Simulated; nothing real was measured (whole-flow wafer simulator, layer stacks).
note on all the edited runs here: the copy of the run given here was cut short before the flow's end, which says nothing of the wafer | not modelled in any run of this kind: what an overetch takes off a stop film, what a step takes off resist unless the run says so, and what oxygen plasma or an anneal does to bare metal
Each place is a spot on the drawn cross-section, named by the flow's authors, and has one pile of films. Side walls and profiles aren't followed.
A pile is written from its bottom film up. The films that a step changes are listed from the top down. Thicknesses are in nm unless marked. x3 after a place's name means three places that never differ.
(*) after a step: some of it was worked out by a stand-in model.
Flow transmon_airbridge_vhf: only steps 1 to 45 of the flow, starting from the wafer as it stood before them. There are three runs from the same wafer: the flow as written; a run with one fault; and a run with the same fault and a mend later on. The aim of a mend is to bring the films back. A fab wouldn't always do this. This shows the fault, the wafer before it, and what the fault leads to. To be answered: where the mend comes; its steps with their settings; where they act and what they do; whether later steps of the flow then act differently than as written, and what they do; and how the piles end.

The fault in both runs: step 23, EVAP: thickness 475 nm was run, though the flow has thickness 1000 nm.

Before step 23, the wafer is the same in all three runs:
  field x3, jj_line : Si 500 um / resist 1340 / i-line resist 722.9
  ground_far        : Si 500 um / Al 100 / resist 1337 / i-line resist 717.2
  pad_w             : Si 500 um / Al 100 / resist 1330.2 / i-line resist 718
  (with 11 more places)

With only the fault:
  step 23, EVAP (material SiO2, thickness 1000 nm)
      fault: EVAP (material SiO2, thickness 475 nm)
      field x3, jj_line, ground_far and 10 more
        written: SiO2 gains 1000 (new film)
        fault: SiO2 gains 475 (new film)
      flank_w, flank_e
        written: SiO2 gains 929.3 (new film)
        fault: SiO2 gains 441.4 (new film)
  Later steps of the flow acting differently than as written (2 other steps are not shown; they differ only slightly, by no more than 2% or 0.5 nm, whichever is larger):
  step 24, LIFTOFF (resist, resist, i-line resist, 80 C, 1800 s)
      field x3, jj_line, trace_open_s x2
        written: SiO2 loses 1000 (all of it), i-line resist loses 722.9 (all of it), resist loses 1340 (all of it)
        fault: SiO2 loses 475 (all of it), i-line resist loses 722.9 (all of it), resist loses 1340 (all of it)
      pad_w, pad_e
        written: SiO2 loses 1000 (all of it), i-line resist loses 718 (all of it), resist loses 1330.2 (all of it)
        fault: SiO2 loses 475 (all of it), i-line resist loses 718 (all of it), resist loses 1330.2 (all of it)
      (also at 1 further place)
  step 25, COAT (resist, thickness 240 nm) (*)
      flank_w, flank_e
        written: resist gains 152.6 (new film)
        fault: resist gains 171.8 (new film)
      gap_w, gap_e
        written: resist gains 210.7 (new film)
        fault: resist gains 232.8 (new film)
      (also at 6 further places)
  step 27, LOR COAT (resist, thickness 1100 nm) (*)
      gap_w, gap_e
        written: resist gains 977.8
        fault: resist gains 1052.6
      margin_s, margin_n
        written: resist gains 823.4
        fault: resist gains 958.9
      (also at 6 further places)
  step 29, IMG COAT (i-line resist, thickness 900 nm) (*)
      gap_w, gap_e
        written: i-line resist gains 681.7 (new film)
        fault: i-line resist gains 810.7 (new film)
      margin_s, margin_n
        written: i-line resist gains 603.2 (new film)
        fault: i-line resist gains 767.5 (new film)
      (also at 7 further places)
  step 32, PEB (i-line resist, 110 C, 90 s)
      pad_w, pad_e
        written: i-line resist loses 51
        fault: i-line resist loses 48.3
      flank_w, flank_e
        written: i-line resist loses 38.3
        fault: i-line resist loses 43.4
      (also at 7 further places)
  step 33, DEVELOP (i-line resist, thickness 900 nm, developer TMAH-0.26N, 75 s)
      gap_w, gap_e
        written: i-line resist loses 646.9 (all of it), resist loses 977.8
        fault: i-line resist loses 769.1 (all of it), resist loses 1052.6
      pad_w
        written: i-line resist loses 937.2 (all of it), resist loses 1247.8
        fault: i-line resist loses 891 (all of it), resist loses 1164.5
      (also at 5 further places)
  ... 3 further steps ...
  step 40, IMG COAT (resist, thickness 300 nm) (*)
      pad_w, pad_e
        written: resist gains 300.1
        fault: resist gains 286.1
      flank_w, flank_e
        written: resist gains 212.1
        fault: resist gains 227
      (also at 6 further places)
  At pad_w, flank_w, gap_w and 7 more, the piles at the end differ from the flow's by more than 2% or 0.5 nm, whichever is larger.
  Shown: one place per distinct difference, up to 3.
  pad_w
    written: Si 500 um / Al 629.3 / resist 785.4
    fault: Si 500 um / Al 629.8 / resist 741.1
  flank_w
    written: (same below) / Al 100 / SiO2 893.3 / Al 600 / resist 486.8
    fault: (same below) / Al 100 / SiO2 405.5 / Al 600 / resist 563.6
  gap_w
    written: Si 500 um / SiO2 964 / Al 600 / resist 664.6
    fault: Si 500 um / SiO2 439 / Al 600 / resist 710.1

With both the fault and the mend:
  The mend stands after step 23.
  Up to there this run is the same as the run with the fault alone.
  step 23a, EVAP (material SiO2, thickness 525 nm) (the flow's step 23, run once more with other settings)
      field x3, jj_line, ground_far and 10 more
        SiO2 gains 525
      flank_w, flank_e
        SiO2 gains 488.6
  Later steps of the flow that are run all act as written at every place that is followed, up to a difference of at most 2% or 0.5 nm, whichever is larger.
  When the end is reached, the piles differ only a little from the flow's at the places that both follow, at most by 2% or 0.5 nm, whichever is larger.
